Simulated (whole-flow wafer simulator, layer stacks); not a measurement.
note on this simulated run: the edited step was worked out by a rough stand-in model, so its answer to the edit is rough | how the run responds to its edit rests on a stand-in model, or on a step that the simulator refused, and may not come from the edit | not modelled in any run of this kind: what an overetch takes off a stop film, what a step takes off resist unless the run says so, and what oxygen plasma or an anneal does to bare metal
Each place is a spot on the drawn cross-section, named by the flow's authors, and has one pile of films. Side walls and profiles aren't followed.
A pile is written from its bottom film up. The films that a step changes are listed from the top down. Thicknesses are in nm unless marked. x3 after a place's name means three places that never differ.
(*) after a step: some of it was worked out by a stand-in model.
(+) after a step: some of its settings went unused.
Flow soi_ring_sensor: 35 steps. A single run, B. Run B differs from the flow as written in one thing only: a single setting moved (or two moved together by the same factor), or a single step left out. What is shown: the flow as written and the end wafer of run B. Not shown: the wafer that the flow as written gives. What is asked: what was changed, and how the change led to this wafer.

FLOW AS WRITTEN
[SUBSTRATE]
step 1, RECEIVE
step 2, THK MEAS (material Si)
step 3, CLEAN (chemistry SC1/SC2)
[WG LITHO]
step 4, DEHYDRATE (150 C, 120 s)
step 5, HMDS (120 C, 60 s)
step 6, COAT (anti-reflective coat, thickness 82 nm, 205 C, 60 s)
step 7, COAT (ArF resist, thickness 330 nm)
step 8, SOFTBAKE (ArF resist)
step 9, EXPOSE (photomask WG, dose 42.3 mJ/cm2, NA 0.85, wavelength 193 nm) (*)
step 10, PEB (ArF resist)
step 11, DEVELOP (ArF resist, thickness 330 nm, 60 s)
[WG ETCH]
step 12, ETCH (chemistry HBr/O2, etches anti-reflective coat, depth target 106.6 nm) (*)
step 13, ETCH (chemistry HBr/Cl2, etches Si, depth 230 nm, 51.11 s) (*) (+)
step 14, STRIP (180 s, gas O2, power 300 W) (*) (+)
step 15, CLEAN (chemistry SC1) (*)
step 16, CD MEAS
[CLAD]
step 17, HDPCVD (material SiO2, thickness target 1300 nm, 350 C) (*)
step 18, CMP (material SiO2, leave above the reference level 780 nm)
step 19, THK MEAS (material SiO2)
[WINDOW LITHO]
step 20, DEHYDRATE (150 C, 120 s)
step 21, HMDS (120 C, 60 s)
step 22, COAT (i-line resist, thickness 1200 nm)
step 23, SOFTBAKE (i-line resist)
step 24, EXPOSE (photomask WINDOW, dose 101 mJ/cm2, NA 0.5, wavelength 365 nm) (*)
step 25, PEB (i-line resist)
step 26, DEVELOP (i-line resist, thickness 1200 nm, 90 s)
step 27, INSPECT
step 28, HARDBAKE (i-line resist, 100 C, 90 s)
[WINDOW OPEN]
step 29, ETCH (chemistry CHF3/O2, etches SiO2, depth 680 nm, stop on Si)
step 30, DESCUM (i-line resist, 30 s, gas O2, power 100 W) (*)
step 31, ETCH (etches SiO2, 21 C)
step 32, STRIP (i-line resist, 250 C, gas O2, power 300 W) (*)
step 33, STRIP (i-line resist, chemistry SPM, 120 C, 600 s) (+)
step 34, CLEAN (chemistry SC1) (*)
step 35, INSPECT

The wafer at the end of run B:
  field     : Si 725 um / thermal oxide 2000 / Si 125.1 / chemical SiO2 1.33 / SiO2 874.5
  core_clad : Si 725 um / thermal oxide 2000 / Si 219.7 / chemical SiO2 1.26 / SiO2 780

The reason: step 13, ETCH: depth 94.3 nm was run, while the flow as written has depth 230 nm; step 13, ETCH: 20.96 s was run, where the flow has 51.11 s.

How this came from the change, step by step:
  step 13, ETCH (chemistry HBr/Cl2, etches Si, depth 230 nm, 51.11 s) (*) (+)
      gap, window, field, gap_clad: -94.3 Si (as written it would have been: -220 Si (all of it), -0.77 thermal oxide)
      core, core_clad: -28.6 ArF resist (as written it would have been: -69.7 ArF resist)
  step 14, STRIP (180 s, gas O2, power 300 W) (*) (+)
      gap, window, field, gap_clad: +1.33 chemical SiO2 (new film), -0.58 Si (as written it would have been: nothing)
      core, core_clad: -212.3 ArF resist (all of it), -82 anti-reflective coat (all of it), +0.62 chemical SiO2, -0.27 Si (as written it would have been: -171.2 ArF resist (all of it), -82 anti-reflective coat (all of it), +0.63 chemical SiO2, -0.28 Si)
  step 18, CMP (material SiO2, leave above the reference level 780 nm)
      gap, window, field, gap_clad: -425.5 SiO2 (as written it would have been: -298.2 SiO2)
